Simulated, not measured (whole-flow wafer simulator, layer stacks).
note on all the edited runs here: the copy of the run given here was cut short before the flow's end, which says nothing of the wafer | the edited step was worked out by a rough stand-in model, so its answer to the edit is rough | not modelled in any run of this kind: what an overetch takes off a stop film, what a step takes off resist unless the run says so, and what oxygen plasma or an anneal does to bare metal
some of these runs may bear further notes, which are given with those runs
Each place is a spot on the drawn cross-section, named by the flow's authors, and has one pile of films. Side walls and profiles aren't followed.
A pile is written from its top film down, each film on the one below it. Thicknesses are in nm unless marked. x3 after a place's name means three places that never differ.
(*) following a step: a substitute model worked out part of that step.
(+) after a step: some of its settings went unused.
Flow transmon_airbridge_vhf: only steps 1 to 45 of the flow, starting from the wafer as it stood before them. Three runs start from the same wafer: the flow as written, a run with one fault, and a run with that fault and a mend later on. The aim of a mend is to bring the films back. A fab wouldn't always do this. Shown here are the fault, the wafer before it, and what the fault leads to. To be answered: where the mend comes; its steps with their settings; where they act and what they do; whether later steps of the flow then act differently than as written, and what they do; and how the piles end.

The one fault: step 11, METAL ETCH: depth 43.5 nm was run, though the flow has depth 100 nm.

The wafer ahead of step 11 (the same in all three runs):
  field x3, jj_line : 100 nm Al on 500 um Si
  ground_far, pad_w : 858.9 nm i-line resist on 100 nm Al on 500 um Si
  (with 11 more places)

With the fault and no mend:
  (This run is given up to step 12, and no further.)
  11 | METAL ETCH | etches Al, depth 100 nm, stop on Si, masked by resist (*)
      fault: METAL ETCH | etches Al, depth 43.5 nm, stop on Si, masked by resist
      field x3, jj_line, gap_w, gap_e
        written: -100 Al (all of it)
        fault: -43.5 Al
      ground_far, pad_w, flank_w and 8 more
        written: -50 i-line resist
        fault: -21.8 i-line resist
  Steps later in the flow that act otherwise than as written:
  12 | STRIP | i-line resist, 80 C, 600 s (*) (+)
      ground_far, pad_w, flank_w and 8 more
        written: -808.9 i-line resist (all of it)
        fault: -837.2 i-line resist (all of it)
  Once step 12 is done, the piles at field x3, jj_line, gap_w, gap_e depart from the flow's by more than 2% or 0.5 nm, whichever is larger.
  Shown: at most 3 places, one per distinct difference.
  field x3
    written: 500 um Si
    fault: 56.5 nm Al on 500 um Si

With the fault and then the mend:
  The mend stands after step 12.
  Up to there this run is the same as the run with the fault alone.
  12a | COAT | i-line resist, thickness 900 nm (*) (the flow's step 6, run once more)
      field x3, jj_line, trace_open_s x2, margin_s, bridge_strip, margin_n
        +900 i-line resist (new film)
      pad_w, pad_e
        +894.6 i-line resist (new film)
      flank_w, flank_e
        +889.8 i-line resist (new film)
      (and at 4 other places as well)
  12b | SOFTBAKE | i-line resist, 90 C, 90 s (the flow's step 7, run once more)
      flank_w, flank_e
        -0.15 i-line resist
      gap_w, gap_e
        +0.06 i-line resist
      cpw_trace
        -0.03 i-line resist
  12c | EXPOSE | i-line resist, thickness 900 nm, photomask AB CPW, dose 155.4 mJ/cm2, NA 0.45, wavelength 365 nm (*) (the flow's step 8, run once more)
      alters no film at any place that is followed
  12d | PEB | i-line resist, 110 C, 60 s (the flow's step 9, run once more)
      field x3, jj_line, trace_open_s x2, margin_s, bridge_strip, margin_n
        -41 i-line resist
      pad_w, pad_e
        -40.8 i-line resist
      flank_w, flank_e
        -40.6 i-line resist
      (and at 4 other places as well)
  12e | DEVELOP | i-line resist, thickness 900 nm, developer developer-B, 60 s (the flow's step 10, run once more)
      ground_far, pad_w, pad_e, trace_open_s x2, margin_s, bridge_strip, margin_n
        -0.03 i-line resist
      field x3, jj_line
        -859 i-line resist (all of it)
      gap_w, gap_e
        -881.7 i-line resist (all of it)
  12f | METAL ETCH | etches Al, depth 56.5 nm, stop on Si, masked by resist (*) (the flow's step 11, run once more with other settings)
      ground_far, pad_w, flank_w and 8 more
        -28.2 i-line resist
      field x3, jj_line, gap_w, gap_e
        -56.5 Al (all of it)
  12g | STRIP | i-line resist, 80 C, 600 s (*) (+) (the flow's step 12, run once more)
      trace_open_s x2, margin_s, bridge_strip, margin_n
        -830.7 i-line resist (all of it)
      pad_w, pad_e
        -825.6 i-line resist (all of it)
      flank_w, flank_e
        -820.8 i-line resist (all of it)
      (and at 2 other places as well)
  Later steps of the flow that are run all act as written at every place that is followed.
  By the end, the piles equal the flow's at every place that both follow.
